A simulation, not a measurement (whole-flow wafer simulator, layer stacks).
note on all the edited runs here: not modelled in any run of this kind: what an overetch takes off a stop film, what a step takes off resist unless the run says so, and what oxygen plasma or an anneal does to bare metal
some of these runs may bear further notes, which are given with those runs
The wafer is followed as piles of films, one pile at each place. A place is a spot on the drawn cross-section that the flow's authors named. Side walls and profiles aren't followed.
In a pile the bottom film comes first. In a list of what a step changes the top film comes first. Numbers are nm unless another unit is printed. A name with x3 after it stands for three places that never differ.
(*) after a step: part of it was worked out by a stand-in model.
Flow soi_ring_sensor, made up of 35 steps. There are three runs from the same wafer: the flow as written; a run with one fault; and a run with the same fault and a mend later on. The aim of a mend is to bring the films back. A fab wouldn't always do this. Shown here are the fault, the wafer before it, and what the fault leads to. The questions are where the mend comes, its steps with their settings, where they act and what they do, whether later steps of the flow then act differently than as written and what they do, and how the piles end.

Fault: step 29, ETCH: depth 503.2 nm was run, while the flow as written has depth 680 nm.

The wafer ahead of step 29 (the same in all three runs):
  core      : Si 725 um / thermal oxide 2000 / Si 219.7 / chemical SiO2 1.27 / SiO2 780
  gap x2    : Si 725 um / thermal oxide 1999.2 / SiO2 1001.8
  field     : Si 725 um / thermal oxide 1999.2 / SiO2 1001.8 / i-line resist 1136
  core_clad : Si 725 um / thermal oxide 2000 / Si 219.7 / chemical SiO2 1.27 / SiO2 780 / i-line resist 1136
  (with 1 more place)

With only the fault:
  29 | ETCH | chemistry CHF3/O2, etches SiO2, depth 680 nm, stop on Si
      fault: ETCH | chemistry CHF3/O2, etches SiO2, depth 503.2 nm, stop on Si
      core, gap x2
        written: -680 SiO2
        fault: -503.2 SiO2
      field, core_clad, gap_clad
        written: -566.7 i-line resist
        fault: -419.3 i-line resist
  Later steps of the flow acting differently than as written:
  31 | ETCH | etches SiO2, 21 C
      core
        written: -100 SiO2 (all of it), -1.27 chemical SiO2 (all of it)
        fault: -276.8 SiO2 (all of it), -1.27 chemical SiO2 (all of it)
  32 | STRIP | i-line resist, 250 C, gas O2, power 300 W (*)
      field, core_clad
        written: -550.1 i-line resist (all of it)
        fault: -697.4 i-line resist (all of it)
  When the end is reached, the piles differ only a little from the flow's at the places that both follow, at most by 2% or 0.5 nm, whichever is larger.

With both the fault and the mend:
  The mend stands after step 29.
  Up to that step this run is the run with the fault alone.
  29a | ETCH | chemistry CHF3/O2, etches SiO2, depth 176.8 nm, stop on Si (the flow's step 29, run once more with other settings)
      core, gap x2
        -176.8 SiO2
      field, core_clad, gap_clad
        -147.3 i-line resist
  Every later step of the flow that is run acts as written at every place that is followed.
  By the end, the piles equal the flow's at every place that both follow.
